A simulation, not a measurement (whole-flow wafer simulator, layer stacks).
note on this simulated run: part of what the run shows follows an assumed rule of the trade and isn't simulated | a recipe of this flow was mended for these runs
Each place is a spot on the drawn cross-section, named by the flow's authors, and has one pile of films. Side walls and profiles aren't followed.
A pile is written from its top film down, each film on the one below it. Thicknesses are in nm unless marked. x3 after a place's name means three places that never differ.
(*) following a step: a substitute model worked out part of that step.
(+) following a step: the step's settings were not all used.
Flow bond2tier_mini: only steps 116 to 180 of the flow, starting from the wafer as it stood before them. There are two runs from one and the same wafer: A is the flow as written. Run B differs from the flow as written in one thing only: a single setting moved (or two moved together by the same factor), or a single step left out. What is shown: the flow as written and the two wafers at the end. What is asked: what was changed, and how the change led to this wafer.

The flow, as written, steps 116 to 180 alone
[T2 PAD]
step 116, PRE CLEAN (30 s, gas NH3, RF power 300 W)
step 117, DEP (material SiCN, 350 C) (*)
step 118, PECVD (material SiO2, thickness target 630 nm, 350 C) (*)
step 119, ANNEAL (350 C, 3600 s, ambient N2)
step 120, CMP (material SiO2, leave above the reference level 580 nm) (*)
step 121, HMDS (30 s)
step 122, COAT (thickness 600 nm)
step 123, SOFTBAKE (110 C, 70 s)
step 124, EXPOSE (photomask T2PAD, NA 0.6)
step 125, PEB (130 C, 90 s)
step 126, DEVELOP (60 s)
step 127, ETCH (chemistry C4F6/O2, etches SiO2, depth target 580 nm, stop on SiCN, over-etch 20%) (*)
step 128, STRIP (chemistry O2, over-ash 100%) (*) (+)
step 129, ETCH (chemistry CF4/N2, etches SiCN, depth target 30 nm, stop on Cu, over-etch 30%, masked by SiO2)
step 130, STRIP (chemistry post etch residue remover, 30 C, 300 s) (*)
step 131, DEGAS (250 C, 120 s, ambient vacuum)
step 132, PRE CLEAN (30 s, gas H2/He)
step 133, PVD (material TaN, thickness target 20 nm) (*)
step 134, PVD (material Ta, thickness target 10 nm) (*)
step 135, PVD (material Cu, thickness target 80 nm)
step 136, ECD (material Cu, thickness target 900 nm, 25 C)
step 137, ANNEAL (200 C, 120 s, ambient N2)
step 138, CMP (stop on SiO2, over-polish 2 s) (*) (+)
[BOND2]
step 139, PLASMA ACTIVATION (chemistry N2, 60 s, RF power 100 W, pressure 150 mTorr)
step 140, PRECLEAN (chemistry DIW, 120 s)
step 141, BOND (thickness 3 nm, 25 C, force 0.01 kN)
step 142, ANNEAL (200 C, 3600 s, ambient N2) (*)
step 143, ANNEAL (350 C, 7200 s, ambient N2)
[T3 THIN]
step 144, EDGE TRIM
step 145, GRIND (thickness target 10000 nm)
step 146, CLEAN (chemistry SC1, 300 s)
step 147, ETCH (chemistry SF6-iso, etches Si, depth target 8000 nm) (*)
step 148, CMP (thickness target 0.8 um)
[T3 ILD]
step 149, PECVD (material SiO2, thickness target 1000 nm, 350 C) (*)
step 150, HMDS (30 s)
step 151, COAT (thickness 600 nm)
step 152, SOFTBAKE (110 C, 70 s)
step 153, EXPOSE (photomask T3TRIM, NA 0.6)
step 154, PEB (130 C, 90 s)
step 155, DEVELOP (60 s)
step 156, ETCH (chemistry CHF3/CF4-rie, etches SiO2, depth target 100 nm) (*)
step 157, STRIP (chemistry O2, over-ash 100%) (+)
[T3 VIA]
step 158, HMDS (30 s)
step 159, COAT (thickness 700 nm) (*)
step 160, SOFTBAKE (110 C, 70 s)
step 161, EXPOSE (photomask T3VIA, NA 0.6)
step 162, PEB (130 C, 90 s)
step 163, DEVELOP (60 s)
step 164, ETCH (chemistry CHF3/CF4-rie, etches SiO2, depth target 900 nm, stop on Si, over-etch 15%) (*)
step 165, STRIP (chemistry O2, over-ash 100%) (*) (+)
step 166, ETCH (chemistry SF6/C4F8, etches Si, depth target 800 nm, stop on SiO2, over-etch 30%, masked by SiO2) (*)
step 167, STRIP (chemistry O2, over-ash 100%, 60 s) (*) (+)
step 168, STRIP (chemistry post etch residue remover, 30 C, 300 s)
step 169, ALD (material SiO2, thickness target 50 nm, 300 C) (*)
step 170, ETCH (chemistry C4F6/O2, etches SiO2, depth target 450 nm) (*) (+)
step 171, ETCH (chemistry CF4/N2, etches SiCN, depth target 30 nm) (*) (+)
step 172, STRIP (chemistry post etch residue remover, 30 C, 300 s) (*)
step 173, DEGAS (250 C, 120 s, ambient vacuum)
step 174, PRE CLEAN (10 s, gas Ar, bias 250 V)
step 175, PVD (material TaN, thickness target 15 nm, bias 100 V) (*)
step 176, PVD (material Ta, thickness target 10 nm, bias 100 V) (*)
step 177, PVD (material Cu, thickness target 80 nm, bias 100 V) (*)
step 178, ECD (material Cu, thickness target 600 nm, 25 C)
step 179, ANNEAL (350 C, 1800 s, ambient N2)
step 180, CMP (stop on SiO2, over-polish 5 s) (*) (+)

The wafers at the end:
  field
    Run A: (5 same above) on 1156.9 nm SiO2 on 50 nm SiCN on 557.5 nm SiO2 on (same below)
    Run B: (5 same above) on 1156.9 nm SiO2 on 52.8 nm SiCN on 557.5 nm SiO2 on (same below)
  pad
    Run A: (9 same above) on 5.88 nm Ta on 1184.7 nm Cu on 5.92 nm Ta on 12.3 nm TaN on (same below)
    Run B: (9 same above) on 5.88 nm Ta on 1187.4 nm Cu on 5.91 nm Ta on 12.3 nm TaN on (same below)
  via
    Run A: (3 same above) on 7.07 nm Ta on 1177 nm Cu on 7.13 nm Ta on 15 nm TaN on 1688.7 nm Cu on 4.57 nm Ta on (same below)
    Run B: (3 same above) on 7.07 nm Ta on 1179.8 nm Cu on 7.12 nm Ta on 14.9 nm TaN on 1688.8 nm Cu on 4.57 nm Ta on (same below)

Cause: step 117, DEP: 337 C was run, whereas the flow has 350 C.

Step by step, how the change led to this:
  step 117, DEP (material SiCN, 350 C) (*)
      field, pad, via: A SiCN gains 50 (new film) | B SiCN gains 52.8 (new film)
  step 129, ETCH (chemistry CF4/N2, etches SiCN, depth target 30 nm, stop on Cu, over-etch 30%, masked by SiO2)
      pad, via: A SiCN loses 30.4 (all of it), Cu loses 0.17 | B SiCN loses 33.2 (all of it), Cu loses 0.12
